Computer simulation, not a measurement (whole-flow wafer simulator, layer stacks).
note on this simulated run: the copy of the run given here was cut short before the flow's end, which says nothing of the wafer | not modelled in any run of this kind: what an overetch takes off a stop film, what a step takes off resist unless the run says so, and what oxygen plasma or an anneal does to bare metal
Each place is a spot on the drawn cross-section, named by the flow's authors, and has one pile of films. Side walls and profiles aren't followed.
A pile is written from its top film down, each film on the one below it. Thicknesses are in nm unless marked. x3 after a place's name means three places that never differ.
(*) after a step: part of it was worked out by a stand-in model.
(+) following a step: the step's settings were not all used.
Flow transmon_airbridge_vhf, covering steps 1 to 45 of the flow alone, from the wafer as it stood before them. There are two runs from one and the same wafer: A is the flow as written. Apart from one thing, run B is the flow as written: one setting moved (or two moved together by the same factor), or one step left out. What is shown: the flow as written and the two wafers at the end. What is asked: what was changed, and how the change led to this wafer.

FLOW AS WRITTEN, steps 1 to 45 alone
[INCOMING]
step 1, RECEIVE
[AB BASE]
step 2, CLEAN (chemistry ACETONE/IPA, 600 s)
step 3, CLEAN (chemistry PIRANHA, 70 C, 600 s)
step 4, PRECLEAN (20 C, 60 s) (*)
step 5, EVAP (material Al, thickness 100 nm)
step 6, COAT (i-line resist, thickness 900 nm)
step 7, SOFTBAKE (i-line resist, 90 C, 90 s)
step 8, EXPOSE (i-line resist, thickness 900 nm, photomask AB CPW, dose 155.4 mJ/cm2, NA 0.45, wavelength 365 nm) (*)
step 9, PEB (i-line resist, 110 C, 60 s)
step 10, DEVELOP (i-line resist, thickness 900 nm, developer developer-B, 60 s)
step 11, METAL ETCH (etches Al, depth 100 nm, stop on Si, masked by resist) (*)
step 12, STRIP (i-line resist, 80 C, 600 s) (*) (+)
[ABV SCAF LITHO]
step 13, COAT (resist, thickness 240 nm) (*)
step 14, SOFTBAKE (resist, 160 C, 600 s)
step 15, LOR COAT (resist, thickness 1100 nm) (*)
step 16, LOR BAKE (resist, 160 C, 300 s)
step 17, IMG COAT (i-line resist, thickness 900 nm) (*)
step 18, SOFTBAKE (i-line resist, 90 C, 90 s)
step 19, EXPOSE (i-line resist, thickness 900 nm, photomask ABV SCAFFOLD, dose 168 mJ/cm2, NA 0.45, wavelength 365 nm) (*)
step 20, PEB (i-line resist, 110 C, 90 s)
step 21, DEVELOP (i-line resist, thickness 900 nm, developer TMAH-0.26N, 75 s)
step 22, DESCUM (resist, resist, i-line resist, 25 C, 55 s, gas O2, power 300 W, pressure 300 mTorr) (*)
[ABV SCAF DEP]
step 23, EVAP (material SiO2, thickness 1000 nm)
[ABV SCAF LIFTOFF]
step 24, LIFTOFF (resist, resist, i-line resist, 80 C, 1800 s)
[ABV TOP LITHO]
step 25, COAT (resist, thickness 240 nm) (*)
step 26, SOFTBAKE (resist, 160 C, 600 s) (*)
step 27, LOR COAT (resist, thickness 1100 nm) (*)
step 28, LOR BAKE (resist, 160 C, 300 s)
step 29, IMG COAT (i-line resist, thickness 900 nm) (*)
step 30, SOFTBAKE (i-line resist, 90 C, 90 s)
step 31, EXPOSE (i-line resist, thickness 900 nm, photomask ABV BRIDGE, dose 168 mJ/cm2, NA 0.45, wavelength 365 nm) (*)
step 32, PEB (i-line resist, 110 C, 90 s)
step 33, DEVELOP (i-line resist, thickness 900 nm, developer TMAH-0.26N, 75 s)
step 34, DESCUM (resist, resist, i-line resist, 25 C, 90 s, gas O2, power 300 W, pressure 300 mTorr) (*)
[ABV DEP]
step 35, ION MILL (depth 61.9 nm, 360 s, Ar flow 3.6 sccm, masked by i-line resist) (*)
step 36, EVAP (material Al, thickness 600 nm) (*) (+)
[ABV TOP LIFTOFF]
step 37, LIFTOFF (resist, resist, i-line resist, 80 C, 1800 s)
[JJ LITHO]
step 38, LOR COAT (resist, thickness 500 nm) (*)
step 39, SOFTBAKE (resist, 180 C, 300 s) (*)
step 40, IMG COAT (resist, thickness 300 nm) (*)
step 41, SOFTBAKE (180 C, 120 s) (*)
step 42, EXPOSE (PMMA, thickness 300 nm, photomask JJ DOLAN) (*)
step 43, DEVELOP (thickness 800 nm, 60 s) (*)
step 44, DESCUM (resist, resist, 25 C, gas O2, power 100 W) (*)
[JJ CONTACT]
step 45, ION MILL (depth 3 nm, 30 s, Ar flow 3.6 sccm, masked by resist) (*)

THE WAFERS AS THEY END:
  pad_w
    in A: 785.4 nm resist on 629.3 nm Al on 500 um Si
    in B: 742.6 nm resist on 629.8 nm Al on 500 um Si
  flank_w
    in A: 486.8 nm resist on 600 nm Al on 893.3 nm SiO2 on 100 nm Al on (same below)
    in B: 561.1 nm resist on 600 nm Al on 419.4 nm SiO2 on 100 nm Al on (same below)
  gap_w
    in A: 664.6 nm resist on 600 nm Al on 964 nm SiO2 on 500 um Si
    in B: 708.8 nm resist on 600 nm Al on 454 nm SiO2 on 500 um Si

What caused this: step 23, EVAP: thickness 490 nm was run, whereas the flow has thickness 1000 nm.

The path from the change to this, step by step:
  step 23, EVAP (material SiO2, thickness 1000 nm)
      field x3, jj_line, ground_far and 10 more: A +1000 SiO2 (new film) | B +490 SiO2 (new film)
      flank_w, flank_e: A +929.3 SiO2 (new film) | B +455.4 SiO2 (new film)
  step 24, LIFTOFF (resist, resist, i-line resist, 80 C, 1800 s)
      field x3, jj_line, trace_open_s x2: A -1000 SiO2 (all of it), -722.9 i-line resist (all of it), -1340 resist (all of it) | B -490 SiO2 (all of it), -722.9 i-line resist (all of it), -1340 resist (all of it)
      pad_w, pad_e: A -1000 SiO2 (all of it), -718 i-line resist (all of it), -1330.2 resist (all of it) | B -490 SiO2 (all of it), -718 i-line resist (all of it), -1330.2 resist (all of it)
      (and at 1 other place as well)
  step 25, COAT (resist, thickness 240 nm) (*)
      flank_w, flank_e: A +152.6 resist (new film) | B +171.2 resist (new film)
      gap_w, gap_e: A +210.7 resist (new film) | B +232.2 resist (new film)
      (and at 6 other places as well)
  step 27, LOR COAT (resist, thickness 1100 nm) (*)
      gap_w, gap_e: A +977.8 resist | B +1050.4 resist
      margin_s, margin_n: A +823.4 resist | B +954.6 resist
      (and at 6 other places as well)
  step 29, IMG COAT (i-line resist, thickness 900 nm) (*)
      gap_w, gap_e: A +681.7 i-line resist (new film) | B +807 i-line resist (new film)
      margin_s, margin_n: A +603.2 i-line resist (new film) | B +762.9 i-line resist (new film)
      (and at 7 other places as well)
  step 32, PEB (i-line resist, 110 C, 90 s)
      pad_w, pad_e: A -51 i-line resist | B -48.4 i-line resist
      flank_w, flank_e: A -38.3 i-line resist | B -43.2 i-line resist
      (and at 7 other places as well)
  step 33, DEVELOP (i-line resist, thickness 900 nm, developer TMAH-0.26N, 75 s)
      gap_w, gap_e: A -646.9 i-line resist (all of it), -977.8 resist | B -765.6 i-line resist (all of it), -1050.4 resist
      pad_w: A -937.2 i-line resist (all of it), -1247.8 resist | B -892.4 i-line resist (all of it), -1167.1 resist
      (and at 5 other places as well)
  step 34, DESCUM (resist, resist, i-line resist, 25 C, 90 s, gas O2, power 300 W, pressure 300 mTorr) (*)
      flank_w, flank_e: A -152.6 resist (all of it) | B -171.2 resist (all of it)
      gap_w, gap_e: A -210.7 resist (all of it) | B -232.2 resist (all of it)
      (and at 4 other places as well)
  step 37, LIFTOFF (resist, resist, i-line resist, 80 C, 1800 s)
      margin_s, margin_n: A -600 Al (all of it), -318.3 i-line resist (all of it), -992 resist (all of it) | B -600 Al (all of it), -469.8 i-line resist (all of it), -1152.2 resist (all of it)
      ground_far: A -600 Al (all of it), -717.9 i-line resist (all of it), -1384.9 resist (all of it) | B -600 Al (all of it), -654.3 i-line resist (all of it), -1365.3 resist (all of it)
  step 38, LOR COAT (resist, thickness 500 nm) (*)
      pad_w, pad_e: A +517 resist (new film) | B +487.8 resist (new film)
      flank_w, flank_e: A +306.5 resist (new film) | B +366.7 resist (new film)
      (and at 6 other places as well)
  step 40, IMG COAT (resist, thickness 300 nm) (*)
      pad_w, pad_e: A +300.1 resist | B +286.5 resist
      flank_w, flank_e: A +212.1 resist | B +226.2 resist
      (and at 6 other places as well)
